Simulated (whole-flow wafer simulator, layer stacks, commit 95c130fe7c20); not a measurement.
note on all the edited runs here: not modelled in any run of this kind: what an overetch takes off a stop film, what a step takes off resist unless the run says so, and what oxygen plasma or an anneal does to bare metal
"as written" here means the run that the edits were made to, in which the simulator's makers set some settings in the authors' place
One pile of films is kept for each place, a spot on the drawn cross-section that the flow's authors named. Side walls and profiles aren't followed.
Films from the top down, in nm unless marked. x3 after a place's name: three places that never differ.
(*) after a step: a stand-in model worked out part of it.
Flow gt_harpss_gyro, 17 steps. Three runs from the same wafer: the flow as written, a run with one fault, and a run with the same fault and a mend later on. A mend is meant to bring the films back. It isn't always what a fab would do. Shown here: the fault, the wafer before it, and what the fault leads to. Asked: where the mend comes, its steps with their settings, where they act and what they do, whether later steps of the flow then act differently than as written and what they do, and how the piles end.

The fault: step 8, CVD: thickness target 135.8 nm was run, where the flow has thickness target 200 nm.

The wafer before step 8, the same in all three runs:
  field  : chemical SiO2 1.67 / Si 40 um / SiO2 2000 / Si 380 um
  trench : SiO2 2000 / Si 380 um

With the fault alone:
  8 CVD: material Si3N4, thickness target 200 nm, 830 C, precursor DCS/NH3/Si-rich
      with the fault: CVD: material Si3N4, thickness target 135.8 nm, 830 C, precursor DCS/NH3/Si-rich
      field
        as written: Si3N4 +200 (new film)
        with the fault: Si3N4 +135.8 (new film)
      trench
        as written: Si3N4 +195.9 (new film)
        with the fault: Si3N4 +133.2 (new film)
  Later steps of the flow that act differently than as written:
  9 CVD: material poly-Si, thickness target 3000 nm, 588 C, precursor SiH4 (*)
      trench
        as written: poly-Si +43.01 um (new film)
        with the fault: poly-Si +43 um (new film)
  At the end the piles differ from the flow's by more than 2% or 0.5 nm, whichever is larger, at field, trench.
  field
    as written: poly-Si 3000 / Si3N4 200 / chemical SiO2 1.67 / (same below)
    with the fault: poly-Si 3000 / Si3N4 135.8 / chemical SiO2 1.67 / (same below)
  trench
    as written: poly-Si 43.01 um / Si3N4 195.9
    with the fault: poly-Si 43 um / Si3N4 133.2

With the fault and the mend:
  The mend comes after step 8.
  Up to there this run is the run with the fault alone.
  8a ETCH: chemistry h3po4, depth target 156.3 nm
      field
        Si3N4 -135.8 (all of it)
      trench
        Si3N4 -133.2 (all of it)
  8b CLEAN: chemistry SPM (the flow's step 1 once more)
      changes no film at any place that is followed
  8c CVD: material Si3N4, thickness target 200 nm, 830 C, precursor DCS/NH3/Si-rich (the flow's step 8 once more)
      field
        Si3N4 +200 (new film)
      trench
        Si3N4 +195.9 (new film)
  No later step of the flow acts differently than as written at any place that is followed.
  At the end the piles are the same as the flow's at every place that both follow.
